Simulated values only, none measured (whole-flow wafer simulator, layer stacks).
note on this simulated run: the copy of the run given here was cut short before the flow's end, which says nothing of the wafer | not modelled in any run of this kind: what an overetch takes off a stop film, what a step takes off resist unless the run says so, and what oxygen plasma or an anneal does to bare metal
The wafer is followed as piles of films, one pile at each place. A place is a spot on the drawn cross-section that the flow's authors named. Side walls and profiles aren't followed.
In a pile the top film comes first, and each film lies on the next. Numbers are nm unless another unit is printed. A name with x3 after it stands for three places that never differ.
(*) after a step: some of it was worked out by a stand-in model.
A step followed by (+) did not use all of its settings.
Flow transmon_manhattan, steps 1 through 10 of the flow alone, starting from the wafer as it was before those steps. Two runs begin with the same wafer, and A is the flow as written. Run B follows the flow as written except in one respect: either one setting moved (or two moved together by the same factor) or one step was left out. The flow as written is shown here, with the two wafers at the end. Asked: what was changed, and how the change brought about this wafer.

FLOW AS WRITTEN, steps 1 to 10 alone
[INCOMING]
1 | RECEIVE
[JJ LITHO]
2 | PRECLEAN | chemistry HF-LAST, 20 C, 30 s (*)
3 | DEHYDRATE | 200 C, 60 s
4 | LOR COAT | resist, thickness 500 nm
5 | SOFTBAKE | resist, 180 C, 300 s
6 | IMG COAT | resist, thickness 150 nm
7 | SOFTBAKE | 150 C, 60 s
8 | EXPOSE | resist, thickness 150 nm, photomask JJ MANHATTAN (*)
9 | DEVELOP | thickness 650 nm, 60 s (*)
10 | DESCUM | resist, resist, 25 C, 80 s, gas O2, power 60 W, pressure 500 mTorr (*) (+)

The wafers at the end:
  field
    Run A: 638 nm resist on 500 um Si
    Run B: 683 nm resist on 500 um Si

The reason: step 6, IMG COAT: thickness 195 nm was run, while the flow as written has thickness 150 nm.

The path from the change to this, step by step:
  6 | IMG COAT | resist, thickness 150 nm
      field, chan_a x2: A +150 resist | B +195 resist
  9 | DEVELOP | thickness 650 nm, 60 s (*)
      chan_a x2: A -650 resist (all of it) | B -695 resist (all of it)
